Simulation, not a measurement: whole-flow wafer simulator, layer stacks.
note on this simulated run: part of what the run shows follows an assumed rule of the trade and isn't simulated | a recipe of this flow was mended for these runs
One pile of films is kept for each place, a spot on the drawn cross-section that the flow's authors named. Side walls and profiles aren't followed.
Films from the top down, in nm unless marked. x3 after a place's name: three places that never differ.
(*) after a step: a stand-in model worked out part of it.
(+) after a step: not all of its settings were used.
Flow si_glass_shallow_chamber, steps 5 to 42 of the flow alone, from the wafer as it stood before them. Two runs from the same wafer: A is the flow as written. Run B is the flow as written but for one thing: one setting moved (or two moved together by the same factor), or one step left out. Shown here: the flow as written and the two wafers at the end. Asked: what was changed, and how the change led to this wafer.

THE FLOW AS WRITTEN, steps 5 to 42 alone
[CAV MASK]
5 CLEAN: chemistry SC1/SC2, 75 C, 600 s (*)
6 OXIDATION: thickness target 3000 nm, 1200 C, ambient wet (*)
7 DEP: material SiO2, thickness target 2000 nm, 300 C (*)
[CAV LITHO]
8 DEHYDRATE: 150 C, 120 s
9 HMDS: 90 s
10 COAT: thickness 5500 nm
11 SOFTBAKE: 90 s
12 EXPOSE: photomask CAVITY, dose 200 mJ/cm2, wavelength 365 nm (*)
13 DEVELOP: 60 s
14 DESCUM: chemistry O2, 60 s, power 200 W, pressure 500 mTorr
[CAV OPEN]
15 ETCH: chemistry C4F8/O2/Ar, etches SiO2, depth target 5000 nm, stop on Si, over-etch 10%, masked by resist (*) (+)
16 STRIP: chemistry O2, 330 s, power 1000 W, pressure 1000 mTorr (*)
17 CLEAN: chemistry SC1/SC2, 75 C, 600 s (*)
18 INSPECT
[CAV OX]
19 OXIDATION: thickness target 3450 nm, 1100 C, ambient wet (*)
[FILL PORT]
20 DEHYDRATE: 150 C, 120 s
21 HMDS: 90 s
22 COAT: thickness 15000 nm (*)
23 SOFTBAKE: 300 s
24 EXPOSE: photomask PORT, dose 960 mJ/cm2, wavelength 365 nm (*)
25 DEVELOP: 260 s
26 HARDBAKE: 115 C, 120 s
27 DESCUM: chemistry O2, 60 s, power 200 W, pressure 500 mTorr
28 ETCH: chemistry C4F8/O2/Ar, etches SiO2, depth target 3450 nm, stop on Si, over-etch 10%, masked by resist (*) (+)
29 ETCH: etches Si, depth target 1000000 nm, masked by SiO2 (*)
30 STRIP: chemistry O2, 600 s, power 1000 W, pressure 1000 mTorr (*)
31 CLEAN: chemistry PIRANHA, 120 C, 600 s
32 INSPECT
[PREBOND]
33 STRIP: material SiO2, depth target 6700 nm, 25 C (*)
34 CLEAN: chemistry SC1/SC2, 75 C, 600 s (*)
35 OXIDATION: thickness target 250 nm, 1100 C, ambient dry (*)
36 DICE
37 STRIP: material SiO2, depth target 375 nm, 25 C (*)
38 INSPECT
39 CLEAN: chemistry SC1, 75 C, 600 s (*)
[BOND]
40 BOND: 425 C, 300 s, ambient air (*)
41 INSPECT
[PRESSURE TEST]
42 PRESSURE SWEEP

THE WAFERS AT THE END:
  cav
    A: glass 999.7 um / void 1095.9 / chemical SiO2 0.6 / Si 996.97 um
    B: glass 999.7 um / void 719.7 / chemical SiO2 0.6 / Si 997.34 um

The cause: step 15, ETCH: depth target 3800 nm was run, where the flow has depth target 5000 nm.

How the change led to this, step by step:
  15 ETCH: chemistry C4F8/O2/Ar, etches SiO2, depth target 5000 nm, stop on Si, over-etch 10%, masked by resist (*) (+)
      cav, port: A SiO2 -5000 (all of it), Si -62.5 | B SiO2 -4180
      rim, ramp, septum, ring: A thick-i-line-resist -1100 | B thick-i-line-resist -836
  16 STRIP: chemistry O2, 330 s, power 1000 W, pressure 1000 mTorr (*)
      cav, port: A chemical SiO2 +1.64 (new film), Si -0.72 | B nothing
      rim, ramp, septum, ring: A thick-i-line-resist -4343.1 (all of it) | B thick-i-line-resist -4607.1 (all of it)
  17 CLEAN: chemistry SC1/SC2, 75 C, 600 s (*)
      cav, port: A chemical SiO2 -1.04, Si -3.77 | B SiO2 -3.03
  19 OXIDATION: thickness target 3450 nm, 1100 C, ambient wet (*)
      cav, port: A SiO2 +3450 (new film), chemical SiO2 -0.6 (all of it), Si -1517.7 | B SiO2 +2746.5, Si -1208.5
  22 COAT: thickness 15000 nm (*)
      rim: A thick-i-line-resist +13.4 um (new film) | B thick-i-line-resist +13.6 um (new film)
      ramp: A thick-i-line-resist +12.89 um (new film) | B thick-i-line-resist +13.16 um (new film)
      (and at 4 more places)
  23 SOFTBAKE: 300 s
      rim: A thick-i-line-resist -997 | B thick-i-line-resist -859.7
      ramp: A thick-i-line-resist -487.1 | B thick-i-line-resist -415.3
      (and at 4 more places)
  25 DEVELOP: 260 s
      port: A thick-i-line-resist -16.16 um (all of it) | B thick-i-line-resist -16 um (all of it)
  26 HARDBAKE: 115 C, 120 s
      rim, ramp: A thick-i-line-resist -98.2 | B thick-i-line-resist -102.3
  28 ETCH: chemistry C4F8/O2/Ar, etches SiO2, depth target 3450 nm, stop on Si, over-etch 10%, masked by resist (*) (+)
      port: A SiO2 -3450 (all of it), Si -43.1 | B SiO2 -3563.5 (all of it), Si -28.9
  29 ETCH: etches Si, depth target 1000000 nm, masked by SiO2 (*)
      rim, ramp: A thick-i-line-resist -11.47 um (all of it), SiO2 -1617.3 | B thick-i-line-resist -11.81 um (all of it), SiO2 -1438.7
      port: A hole +997.05 um (new film), Si -997.05 um (all of it) | B hole +997.44 um (new film), Si -997.44 um (all of it)
      (and at 2 more places)
  30 STRIP: chemistry O2, 600 s, power 1000 W, pressure 1000 mTorr (*)
      cav: A thick-i-line-resist -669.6 (all of it) | B thick-i-line-resist -520.7 (all of it)
  33 STRIP: material SiO2, depth target 6700 nm, 25 C (*)
      rim, ramp: A SiO2 -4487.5 (all of it) | B SiO2 -4666.1 (all of it)
      cav: A SiO2 -3450 (all of it) | B SiO2 -3563.5 (all of it)
  40 BOND: 425 C, 300 s, ambient air (*)
      cav: A glass +999.7 um (new film), void +1095.9 (new film) | B glass +999.7 um (new film), void +719.7 (new film)
      port: A glass +999.7 um (new film), hole +1017.3 | B glass +999.7 um (new film), hole +626.8
